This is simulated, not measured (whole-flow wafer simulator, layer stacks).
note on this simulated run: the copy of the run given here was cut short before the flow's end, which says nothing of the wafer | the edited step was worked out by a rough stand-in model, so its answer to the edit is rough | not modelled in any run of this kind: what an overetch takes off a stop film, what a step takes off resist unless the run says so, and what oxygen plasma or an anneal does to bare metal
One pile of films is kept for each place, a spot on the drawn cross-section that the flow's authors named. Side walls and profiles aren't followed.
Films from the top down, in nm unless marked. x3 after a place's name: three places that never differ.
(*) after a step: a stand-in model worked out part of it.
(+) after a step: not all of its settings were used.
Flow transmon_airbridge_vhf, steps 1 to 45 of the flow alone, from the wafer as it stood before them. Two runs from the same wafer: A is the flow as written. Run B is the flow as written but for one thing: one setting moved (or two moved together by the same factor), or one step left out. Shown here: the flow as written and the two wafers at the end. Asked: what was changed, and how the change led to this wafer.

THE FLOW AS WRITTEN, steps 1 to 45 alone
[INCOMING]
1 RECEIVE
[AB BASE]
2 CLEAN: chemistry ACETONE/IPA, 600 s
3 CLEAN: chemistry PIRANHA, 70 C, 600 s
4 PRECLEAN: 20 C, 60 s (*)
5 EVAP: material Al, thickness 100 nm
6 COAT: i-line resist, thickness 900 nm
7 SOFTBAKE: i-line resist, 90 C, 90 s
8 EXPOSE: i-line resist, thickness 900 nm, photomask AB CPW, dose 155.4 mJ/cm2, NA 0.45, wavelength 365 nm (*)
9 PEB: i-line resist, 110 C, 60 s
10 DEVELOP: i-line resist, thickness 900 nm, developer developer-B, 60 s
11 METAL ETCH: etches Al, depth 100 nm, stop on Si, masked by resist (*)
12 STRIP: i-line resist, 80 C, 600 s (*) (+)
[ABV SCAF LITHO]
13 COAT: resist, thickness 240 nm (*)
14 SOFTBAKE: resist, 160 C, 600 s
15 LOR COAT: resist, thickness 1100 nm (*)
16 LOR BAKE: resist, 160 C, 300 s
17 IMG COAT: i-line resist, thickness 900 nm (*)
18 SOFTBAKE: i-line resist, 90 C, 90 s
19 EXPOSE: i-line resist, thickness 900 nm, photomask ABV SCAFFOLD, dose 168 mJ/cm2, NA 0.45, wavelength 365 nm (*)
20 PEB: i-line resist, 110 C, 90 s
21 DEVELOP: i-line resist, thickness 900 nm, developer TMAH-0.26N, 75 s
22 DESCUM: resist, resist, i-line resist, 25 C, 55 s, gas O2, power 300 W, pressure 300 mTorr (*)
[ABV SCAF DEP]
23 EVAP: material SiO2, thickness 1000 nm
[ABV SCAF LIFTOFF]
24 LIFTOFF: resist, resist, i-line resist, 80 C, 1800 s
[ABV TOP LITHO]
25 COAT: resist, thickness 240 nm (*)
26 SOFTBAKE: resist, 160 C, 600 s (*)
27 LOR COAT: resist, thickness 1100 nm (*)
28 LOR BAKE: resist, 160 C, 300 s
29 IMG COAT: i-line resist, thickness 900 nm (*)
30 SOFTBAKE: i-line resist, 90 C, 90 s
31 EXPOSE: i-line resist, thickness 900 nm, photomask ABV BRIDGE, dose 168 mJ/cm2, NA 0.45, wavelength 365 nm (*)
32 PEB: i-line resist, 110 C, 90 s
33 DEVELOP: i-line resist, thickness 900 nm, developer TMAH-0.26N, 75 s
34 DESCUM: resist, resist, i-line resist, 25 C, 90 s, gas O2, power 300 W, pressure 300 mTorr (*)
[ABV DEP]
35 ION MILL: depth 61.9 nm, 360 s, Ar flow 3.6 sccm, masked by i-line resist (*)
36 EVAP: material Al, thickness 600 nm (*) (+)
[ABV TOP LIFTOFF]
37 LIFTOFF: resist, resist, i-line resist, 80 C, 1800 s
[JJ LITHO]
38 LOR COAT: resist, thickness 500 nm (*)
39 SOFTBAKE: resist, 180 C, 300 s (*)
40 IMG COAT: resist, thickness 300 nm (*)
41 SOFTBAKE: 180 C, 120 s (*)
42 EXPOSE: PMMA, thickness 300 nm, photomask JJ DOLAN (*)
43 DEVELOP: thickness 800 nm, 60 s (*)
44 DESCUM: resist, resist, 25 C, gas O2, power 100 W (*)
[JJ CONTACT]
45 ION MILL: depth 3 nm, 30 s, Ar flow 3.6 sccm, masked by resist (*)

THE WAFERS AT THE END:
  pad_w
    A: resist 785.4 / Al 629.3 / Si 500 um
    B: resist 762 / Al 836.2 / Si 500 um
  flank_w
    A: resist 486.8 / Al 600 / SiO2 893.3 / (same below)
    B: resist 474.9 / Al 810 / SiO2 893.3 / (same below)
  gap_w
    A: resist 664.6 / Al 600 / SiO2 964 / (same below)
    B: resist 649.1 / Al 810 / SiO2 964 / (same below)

The cause: step 36, EVAP: thickness 810 nm was run, where the flow has thickness 600 nm.
It can be read off the wafer: flank_w has Al 810, and step 36 as written asks for 600 nm.

How the change led to this, step by step:
  36 EVAP: material Al, thickness 600 nm (*) (+)
      field x3, jj_line, ground_far and 10 more: A Al +600 (new film) | B Al +810 (new film)
      pad_w, pad_e: A Al +591.2 | B Al +798.2
  37 LIFTOFF: resist, resist, i-line resist, 80 C, 1800 s
      field x3, jj_line, trace_open_s x2: A Al -600 (all of it), i-line resist -600 (all of it), resist -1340 (all of it) | B Al -810 (all of it), i-line resist -600 (all of it), resist -1340 (all of it)
      margin_s, margin_n: A Al -600 (all of it), i-line resist -318.3 (all of it), resist -992 (all of it) | B Al -810 (all of it), i-line resist -318.3 (all of it), resist -992 (all of it)
      (and at 1 more place)
  38 LOR COAT: resist, thickness 500 nm (*)
      pad_w, pad_e: A resist +517 (new film) | B resist +502 (new film)
      margin_s, margin_n: A resist +445.3 (new film) | B resist +460.8 (new film)
      (and at 1 more place)
  40 IMG COAT: resist, thickness 300 nm (*)
      pad_w, pad_e: A resist +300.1 | B resist +291.8
      flank_w, flank_e: A resist +212.1 | B resist +205.3
      (and at 4 more places)
